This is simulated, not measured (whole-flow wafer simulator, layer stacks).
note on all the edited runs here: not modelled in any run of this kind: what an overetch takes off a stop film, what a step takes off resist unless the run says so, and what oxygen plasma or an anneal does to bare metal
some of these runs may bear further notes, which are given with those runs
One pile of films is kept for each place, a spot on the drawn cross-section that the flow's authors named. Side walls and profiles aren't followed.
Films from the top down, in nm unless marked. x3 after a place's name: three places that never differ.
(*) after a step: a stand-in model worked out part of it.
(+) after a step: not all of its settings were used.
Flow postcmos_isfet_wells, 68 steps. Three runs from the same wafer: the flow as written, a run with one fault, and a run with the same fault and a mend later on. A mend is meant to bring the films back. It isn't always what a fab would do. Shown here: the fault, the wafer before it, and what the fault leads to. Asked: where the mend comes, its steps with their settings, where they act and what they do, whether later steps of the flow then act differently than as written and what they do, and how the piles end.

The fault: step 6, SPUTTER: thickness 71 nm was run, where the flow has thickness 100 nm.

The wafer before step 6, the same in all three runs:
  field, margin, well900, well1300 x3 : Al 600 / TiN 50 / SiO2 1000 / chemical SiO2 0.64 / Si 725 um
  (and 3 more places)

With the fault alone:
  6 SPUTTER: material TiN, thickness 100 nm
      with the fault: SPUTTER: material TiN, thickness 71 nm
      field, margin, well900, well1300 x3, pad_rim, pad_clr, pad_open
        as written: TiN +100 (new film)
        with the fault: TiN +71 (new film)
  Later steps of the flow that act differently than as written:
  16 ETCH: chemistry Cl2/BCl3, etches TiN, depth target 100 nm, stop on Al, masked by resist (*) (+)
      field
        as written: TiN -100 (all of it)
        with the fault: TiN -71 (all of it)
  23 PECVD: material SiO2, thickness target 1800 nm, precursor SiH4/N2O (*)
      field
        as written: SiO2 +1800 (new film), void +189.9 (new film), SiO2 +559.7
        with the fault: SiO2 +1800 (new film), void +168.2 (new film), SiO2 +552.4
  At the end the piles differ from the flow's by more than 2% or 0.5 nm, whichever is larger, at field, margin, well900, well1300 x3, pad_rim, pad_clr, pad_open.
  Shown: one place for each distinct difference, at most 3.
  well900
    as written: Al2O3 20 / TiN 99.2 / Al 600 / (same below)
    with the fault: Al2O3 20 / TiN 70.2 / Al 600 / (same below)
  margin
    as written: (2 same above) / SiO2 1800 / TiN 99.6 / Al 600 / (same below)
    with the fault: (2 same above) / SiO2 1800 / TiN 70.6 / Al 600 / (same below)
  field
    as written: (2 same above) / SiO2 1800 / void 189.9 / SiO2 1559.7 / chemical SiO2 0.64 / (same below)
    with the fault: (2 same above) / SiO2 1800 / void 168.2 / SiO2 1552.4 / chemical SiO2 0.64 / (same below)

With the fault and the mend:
  The mend comes after step 6.
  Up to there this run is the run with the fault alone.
  6a SPUTTER: material TiN, thickness 29 nm (the flow's step 6 once more, with other settings)
      field, margin, well900, well1300 x3, pad_rim, pad_clr, pad_open
        TiN +29
  No later step of the flow acts differently than as written at any place that is followed.
  At the end the piles are the same as the flow's at every place that both follow.
